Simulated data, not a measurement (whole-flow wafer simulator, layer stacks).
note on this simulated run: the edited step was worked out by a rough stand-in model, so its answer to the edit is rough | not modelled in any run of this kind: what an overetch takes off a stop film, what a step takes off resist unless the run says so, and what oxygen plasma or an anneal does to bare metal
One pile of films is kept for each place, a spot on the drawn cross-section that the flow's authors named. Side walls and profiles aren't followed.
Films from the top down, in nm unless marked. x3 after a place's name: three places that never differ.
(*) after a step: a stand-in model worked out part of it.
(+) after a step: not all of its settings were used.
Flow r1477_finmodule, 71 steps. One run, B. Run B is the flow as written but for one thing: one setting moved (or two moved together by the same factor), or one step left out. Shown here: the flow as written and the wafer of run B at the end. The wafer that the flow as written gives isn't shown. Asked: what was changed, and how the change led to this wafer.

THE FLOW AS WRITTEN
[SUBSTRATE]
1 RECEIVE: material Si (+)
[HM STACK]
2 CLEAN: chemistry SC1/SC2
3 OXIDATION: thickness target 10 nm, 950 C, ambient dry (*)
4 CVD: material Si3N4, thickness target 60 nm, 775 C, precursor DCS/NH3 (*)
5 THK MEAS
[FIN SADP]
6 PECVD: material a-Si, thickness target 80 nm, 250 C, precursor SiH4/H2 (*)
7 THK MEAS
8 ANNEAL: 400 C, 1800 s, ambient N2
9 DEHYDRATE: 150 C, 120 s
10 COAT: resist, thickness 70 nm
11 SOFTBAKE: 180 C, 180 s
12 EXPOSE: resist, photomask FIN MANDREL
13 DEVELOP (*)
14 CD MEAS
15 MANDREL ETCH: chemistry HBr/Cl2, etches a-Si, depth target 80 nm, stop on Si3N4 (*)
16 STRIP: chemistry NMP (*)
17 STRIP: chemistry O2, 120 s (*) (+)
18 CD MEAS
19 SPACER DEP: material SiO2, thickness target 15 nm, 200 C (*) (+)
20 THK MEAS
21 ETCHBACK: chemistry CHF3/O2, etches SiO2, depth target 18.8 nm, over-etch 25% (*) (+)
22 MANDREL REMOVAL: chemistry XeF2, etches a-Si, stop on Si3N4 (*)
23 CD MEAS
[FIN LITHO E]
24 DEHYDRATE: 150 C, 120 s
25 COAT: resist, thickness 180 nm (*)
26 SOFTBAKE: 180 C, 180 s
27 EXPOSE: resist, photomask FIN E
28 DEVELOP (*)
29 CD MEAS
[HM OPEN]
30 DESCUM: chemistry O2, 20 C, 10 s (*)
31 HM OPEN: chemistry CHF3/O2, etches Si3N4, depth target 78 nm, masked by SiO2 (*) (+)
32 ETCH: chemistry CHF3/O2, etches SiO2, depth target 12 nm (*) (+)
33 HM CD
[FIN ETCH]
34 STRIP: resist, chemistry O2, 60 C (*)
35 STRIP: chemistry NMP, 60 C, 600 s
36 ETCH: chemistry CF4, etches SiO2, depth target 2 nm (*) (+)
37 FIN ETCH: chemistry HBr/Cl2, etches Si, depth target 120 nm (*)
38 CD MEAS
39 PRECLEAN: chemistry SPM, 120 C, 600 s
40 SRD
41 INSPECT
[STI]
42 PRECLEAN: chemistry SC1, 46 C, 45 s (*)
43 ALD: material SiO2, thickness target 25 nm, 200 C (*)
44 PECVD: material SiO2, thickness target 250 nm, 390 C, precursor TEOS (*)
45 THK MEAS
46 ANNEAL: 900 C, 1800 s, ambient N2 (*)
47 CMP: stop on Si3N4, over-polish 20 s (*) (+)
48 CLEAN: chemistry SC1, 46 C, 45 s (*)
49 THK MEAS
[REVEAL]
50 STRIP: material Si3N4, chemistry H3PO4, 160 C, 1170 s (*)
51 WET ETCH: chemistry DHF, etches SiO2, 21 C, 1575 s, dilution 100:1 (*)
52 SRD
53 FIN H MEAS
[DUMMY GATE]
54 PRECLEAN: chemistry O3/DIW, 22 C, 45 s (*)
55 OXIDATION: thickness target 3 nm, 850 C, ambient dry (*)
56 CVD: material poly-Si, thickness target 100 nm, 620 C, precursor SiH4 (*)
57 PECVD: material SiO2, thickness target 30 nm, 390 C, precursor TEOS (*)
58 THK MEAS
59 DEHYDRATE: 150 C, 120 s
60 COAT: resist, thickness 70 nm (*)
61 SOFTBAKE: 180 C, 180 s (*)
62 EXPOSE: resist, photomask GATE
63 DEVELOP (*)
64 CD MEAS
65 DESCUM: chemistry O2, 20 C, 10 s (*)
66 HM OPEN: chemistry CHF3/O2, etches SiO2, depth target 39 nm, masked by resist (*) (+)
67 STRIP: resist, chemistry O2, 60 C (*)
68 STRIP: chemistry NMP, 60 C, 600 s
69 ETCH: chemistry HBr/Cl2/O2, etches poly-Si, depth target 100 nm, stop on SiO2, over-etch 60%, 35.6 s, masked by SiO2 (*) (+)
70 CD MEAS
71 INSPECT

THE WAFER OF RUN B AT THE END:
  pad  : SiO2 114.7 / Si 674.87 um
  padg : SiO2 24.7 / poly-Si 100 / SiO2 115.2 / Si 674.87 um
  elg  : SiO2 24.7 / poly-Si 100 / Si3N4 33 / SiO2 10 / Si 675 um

The cause: step 51, WET ETCH: 17.37 C was run, where the flow has 21 C.

How the change led to this, step by step:
  51 WET ETCH: chemistry DHF, etches SiO2, 21 C, 1575 s, dilution 100:1 (*)
      pad, padg, e40sg and 12 more: SiO2 -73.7 (as written it would be: SiO2 -85.7)
      elg, e40lg, e100lg, e200lg, elo, e40lo, e100lo, e200lo: SiO2 -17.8 (all of it), Si3N4 -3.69 (as written it would be: SiO2 -17.8 (all of it), Si3N4 -4.97)
      (and at 7 more places)
  56 CVD: material poly-Si, thickness target 100 nm, 620 C, precursor SiH4 (*)
      s40cg, s40co: poly-Si +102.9 (new film) (as written it would be: poly-Si +113.9 (new film))
      s45cg, s45co: poly-Si +102.4 (new film) (as written it would be: poly-Si +113.4 (new film))
      (and at 3 more places)
  60 COAT: resist, thickness 70 nm (*)
      e40sg, eso, e40so: resist +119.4 (new film) (as written it would be: resist +129.5 (new film))
      e100sg, e100so: resist +119.3 (new film) (as written it would be: resist +129.4 (new film))
      (and at 8 more places)
  63 DEVELOP (*)
      eso, e40so: resist -119.4 (all of it) (as written it would be: resist -129.5 (all of it))
      e100so: resist -119.3 (all of it) (as written it would be: resist -129.4 (all of it))
      (and at 4 more places)
  67 STRIP: resist, chemistry O2, 60 C (*)
      e40sg: resist -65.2 (all of it) (as written it would be: resist -75.4 (all of it))
      e100sg: resist -65.2 (all of it) (as written it would be: resist -75.3 (all of it))
      (and at 4 more places)
  69 ETCH: chemistry HBr/Cl2/O2, etches poly-Si, depth target 100 nm, stop on SiO2, over-etch 60%, 35.6 s, masked by SiO2 (*) (+)
      s40co: chemical SiO2 -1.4 (all of it), poly-Si -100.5 (all of it), SiO2 -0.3 (as written it would be: chemical SiO2 -1.46 (all of it), poly-Si -111.5 (all of it), SiO2 -0.24)
      s45co: chemical SiO2 -1.4 (all of it), poly-Si -99.9 (all of it), SiO2 -0.3 (as written it would be: chemical SiO2 -1.46 (all of it), poly-Si -110.9 (all of it), SiO2 -0.25)
      (and at 1 more place)
